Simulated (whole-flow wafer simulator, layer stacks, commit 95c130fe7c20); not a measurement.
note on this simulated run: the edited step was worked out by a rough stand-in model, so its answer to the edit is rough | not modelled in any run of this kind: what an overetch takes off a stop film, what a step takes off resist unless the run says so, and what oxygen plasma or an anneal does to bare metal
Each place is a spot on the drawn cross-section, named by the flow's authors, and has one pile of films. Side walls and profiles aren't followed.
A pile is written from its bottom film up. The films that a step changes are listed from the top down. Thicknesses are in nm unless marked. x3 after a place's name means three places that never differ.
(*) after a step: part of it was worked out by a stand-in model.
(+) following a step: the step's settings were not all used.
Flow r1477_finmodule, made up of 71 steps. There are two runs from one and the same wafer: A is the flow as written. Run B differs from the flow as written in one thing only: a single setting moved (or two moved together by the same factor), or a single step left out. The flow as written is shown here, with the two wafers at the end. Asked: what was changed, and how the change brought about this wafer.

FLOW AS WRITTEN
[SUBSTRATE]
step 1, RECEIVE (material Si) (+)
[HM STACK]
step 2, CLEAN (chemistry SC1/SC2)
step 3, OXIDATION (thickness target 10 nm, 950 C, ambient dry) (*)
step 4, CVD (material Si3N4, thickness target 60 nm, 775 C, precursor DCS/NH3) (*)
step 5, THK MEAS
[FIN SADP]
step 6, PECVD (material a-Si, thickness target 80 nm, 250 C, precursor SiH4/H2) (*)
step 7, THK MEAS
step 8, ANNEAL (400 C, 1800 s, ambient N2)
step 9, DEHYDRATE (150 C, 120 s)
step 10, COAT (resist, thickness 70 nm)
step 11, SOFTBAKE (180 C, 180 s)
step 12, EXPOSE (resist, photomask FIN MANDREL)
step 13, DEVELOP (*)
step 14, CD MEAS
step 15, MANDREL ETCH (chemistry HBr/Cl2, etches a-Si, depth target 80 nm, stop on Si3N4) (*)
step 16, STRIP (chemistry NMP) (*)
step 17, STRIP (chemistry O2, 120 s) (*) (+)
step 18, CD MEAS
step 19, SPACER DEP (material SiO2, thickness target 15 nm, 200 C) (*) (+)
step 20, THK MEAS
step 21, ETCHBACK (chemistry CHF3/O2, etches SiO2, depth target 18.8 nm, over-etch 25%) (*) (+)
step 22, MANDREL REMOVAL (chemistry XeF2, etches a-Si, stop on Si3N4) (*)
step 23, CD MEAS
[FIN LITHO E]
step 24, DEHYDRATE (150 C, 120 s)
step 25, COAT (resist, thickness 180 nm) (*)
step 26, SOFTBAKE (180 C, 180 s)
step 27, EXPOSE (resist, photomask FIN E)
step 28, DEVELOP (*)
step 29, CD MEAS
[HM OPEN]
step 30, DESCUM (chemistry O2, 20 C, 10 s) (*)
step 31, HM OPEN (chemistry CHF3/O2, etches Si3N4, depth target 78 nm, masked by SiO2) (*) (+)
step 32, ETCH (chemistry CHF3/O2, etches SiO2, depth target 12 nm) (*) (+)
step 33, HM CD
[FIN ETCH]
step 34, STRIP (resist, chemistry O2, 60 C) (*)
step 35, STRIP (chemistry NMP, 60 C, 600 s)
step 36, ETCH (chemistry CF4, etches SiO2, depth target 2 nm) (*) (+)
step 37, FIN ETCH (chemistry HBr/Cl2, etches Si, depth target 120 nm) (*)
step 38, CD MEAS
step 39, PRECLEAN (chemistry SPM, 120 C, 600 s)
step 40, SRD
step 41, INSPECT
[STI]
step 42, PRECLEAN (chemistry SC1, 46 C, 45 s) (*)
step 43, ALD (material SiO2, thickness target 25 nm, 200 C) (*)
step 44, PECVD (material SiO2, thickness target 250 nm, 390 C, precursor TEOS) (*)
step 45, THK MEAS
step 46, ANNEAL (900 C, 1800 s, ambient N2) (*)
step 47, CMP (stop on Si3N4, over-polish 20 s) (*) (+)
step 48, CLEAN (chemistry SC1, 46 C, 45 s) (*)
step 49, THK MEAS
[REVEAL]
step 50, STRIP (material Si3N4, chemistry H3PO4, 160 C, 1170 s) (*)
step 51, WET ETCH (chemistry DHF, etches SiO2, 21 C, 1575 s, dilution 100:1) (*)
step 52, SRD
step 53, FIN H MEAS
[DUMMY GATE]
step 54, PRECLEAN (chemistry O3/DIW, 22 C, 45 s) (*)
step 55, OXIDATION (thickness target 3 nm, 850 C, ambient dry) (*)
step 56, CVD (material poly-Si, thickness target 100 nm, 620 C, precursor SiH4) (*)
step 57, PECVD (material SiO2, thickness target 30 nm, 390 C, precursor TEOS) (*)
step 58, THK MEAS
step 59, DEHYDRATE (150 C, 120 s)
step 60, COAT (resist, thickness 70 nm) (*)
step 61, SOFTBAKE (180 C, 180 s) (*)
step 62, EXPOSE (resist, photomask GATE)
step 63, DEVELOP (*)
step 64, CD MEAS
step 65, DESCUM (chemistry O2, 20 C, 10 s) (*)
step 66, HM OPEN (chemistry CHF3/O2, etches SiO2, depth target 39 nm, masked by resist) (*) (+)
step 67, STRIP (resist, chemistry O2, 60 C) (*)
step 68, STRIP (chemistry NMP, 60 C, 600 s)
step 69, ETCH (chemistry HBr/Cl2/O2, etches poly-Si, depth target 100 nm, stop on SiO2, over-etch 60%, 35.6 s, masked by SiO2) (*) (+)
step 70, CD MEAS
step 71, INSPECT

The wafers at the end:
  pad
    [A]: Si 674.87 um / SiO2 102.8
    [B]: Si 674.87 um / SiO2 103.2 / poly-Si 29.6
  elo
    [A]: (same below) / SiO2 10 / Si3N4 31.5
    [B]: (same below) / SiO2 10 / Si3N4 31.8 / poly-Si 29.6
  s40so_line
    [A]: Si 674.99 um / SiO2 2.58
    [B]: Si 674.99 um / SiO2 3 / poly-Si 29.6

What caused this: step 69, ETCH: depth target 42.5 nm was run, whereas the flow has depth target 100 nm.

The path from the change to this, step by step:
  step 69, ETCH (chemistry HBr/Cl2/O2, etches poly-Si, depth target 100 nm, stop on SiO2, over-etch 60%, 35.6 s, masked by SiO2) (*) (+)
      pad, eso, e40so and 8 more: A chemical SiO2 loses 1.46 (all of it), poly-Si loses 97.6 (all of it), SiO2 loses 0.42 | B chemical SiO2 loses 1.46 (all of it), poly-Si loses 68
      elo, e40lo, e100lo, e200lo: A chemical SiO2 loses 1.46 (all of it), poly-Si loses 97.6 (all of it), Si3N4 loses 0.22 | B chemical SiO2 loses 1.46 (all of it), poly-Si loses 68
      (as well as at 21 more places)
